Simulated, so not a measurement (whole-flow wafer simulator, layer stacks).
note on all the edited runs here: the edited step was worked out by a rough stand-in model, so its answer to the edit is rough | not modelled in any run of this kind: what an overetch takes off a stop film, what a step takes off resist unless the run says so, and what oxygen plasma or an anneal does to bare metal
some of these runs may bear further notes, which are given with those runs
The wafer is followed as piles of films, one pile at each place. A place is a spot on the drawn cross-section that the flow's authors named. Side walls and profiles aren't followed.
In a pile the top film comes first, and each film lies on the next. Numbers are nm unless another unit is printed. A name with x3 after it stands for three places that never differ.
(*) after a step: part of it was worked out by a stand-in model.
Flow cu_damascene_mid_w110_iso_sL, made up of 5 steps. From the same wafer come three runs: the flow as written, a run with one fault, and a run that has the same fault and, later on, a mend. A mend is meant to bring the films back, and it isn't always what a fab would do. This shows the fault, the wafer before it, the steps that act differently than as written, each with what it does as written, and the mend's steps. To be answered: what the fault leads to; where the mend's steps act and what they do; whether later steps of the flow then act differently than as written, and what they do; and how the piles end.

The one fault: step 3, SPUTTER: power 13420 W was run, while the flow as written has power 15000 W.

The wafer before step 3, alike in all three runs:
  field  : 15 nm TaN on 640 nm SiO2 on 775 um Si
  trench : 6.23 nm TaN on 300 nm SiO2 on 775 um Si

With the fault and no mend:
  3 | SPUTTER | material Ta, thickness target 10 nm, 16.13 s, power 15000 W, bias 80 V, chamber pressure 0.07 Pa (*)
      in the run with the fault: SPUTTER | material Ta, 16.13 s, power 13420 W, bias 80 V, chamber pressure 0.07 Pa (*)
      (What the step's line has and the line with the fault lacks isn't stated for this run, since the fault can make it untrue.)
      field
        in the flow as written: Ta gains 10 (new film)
        in the run with the fault: Ta gains 8.95 (new film)
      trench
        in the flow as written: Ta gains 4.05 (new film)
        in the run with the fault: Ta gains 3.54 (new film)
  Later steps of the flow that are run all act as written at every place that is followed, up to a difference of at most 2% or 0.5 nm, whichever is larger.
  By the end, the piles at field, trench depart from the flow's by more than 2% or 0.5 nm, whichever is larger.
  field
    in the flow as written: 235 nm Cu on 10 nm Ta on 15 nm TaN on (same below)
    in the run with the fault: 235 nm Cu on 8.95 nm Ta on 15 nm TaN on (same below)
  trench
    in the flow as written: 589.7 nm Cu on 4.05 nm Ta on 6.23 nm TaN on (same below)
    in the run with the fault: 589.2 nm Cu on 3.54 nm Ta on 6.23 nm TaN on (same below)

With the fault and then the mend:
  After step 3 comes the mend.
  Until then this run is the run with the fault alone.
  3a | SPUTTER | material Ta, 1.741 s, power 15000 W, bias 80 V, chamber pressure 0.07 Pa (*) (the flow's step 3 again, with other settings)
      field
        Ta gains 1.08
      trench
        Ta gains 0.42
  Later steps of the flow that are run all act as written at every place that is followed, up to a difference of at most 2% or 0.5 nm, whichever is larger.
  When the end is reached, the piles differ only a little from the flow's at the places that both follow, at most by 2% or 0.5 nm, whichever is larger.
